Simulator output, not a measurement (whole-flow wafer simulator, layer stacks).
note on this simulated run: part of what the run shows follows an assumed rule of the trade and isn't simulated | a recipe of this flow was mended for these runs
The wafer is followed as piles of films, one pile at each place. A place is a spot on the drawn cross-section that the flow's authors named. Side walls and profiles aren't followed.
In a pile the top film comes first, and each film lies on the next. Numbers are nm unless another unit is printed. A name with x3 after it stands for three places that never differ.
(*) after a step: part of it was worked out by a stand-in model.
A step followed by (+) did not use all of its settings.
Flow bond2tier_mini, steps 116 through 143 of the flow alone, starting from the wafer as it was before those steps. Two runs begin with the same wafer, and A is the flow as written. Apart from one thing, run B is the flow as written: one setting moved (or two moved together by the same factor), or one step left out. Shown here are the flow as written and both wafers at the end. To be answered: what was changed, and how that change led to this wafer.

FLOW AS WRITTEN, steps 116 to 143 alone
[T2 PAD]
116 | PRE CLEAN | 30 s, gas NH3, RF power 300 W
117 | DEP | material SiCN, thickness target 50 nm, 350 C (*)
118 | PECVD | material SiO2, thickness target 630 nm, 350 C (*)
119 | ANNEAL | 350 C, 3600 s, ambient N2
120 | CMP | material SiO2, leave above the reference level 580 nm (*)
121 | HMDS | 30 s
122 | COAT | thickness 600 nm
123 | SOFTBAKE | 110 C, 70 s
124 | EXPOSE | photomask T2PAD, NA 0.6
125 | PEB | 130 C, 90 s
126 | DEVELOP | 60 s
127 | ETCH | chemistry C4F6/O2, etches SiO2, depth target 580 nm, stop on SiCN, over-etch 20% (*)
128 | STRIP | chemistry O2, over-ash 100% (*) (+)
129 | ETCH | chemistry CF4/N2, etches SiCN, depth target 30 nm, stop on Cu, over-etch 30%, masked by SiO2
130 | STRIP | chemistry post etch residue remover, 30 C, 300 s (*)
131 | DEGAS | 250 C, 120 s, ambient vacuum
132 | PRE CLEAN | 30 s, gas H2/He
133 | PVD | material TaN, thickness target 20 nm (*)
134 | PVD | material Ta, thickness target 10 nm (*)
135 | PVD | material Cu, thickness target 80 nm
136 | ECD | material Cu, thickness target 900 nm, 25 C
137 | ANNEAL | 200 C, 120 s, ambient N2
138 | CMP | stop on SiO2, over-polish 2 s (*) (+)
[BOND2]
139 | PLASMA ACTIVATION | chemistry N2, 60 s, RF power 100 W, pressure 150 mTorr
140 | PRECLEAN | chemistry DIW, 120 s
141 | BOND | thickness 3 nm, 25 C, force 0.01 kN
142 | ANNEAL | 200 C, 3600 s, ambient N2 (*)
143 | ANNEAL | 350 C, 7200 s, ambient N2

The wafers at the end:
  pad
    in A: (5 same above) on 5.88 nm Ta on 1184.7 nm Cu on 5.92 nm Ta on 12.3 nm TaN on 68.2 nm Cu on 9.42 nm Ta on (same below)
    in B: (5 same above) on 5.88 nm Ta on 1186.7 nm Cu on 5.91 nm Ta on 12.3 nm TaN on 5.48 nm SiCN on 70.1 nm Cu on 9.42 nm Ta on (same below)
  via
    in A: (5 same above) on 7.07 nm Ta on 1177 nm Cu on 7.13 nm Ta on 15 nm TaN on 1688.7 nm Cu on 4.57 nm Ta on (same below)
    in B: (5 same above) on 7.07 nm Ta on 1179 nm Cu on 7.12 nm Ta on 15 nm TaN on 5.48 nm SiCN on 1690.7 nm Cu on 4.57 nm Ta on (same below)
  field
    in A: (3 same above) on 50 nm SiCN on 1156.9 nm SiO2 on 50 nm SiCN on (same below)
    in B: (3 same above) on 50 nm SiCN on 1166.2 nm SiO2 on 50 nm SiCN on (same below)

Cause: step 129, ETCH: depth target 19.2 nm was run, though the flow has depth target 30 nm.

How this came from the change, step by step:
  129 | ETCH | chemistry CF4/N2, etches SiCN, depth target 30 nm, stop on Cu, over-etch 30%, masked by SiO2
      pad, via: A -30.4 SiCN (all of it), -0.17 Cu | B -25 SiCN
      field: A -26 SiO2 | B -16.6 SiO2
  130 | STRIP | chemistry post etch residue remover, 30 C, 300 s (*)
      pad, via: A -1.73 Cu | B nothing
If metal films that touch count as one body, pad has 3 bodies (between them, from the top down: SiCN 5.48; SiO2 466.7 / Si 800 / chemical SiO2 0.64 / SiO2 300 / SiCN 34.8); the flow as written gives 2 bodies (between them, from the top down: SiO2 466.7 / Si 800 / chemical SiO2 0.64 / SiO2 300 / SiCN 34.8).
If metal films that touch count as one body, via has 2 bodies (between them, from the top down: SiCN 5.48); the flow as written gives 1 body.
